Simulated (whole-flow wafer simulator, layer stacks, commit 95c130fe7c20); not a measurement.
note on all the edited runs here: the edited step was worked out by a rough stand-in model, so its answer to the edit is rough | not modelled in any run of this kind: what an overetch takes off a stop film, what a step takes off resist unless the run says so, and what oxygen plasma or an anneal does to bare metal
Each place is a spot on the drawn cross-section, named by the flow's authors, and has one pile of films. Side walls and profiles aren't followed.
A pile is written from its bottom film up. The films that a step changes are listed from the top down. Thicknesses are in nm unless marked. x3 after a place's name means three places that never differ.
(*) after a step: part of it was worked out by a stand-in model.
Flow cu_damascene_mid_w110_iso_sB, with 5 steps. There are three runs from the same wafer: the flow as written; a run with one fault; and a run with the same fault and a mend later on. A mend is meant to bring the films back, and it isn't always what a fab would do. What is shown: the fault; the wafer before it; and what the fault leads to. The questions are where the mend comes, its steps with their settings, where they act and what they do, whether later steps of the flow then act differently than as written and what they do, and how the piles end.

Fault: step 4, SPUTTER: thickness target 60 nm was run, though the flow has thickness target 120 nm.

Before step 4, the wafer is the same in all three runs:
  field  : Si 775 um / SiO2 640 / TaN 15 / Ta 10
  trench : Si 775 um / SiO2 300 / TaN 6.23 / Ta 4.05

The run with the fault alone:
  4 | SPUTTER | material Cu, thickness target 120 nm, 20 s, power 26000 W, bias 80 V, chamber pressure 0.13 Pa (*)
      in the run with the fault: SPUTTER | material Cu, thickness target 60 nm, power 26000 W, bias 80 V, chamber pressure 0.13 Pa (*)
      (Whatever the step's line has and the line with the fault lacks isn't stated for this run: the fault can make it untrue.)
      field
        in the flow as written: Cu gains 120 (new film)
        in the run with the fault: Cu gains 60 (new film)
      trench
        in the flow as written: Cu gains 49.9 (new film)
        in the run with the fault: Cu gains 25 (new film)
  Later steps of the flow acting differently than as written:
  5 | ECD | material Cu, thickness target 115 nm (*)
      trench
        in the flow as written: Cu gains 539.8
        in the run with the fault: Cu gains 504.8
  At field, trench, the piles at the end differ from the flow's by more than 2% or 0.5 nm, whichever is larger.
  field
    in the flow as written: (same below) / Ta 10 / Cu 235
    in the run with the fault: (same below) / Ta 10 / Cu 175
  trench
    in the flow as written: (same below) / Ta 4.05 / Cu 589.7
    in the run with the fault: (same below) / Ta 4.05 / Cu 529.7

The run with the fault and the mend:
  The mend follows step 4.
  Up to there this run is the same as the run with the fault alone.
  4a | SPUTTER | material Cu, thickness target 60 nm, power 26000 W, bias 80 V, chamber pressure 0.13 Pa (*) (a further turn of the flow's step 4, with different settings)
      field
        Cu gains 60
      trench
        Cu gains 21
  Later steps of the flow that are run all act as written at every place that is followed, up to a difference of at most 2% or 0.5 nm, whichever is larger.
  The piles end the same as the flow's at every place that both follow.
